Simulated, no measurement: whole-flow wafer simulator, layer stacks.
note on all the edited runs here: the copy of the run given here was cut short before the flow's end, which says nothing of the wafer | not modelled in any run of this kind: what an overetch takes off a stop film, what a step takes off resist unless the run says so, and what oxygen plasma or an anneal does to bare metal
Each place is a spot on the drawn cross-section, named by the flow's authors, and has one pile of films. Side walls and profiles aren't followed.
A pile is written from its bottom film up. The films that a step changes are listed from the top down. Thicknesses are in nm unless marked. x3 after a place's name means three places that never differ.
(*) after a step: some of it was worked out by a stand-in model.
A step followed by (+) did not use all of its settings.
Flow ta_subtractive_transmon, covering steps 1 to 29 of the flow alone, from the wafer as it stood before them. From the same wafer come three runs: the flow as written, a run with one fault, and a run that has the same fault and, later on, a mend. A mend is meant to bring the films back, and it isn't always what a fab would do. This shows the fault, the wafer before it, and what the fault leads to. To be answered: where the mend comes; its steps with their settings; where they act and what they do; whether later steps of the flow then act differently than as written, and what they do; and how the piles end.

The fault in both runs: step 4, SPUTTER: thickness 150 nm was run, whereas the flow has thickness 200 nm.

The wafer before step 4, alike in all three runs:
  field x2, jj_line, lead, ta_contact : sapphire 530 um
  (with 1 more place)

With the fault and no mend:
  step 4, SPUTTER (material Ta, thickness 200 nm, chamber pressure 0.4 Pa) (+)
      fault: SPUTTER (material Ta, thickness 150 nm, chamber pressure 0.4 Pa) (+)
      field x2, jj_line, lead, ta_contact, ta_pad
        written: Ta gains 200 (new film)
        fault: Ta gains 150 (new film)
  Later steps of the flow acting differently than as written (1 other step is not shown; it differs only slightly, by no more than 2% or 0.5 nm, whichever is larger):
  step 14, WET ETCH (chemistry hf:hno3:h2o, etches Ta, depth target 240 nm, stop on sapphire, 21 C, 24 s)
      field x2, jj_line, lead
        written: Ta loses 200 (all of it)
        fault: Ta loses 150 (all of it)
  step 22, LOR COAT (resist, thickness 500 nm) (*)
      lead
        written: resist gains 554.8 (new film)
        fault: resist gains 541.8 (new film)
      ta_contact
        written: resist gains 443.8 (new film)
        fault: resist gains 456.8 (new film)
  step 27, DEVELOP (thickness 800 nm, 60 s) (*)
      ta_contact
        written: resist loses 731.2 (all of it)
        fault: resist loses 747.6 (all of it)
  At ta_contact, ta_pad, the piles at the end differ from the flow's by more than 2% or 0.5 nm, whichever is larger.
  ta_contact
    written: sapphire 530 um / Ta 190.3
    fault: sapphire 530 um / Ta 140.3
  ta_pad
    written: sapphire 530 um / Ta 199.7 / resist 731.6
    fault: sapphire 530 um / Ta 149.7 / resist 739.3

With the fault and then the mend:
  The mend follows step 5.
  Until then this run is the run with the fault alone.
  step 5a, SPUTTER (material Ta, thickness 50 nm, chamber pressure 0.4 Pa) (+) (a further turn of the flow's step 4, with different settings)
      field x2, jj_line, lead, ta_contact, ta_pad
        Ta gains 50
  Every later step of the flow that is run acts as written at every place that is followed.
  The piles end the same as the flow's at every place that both follow.
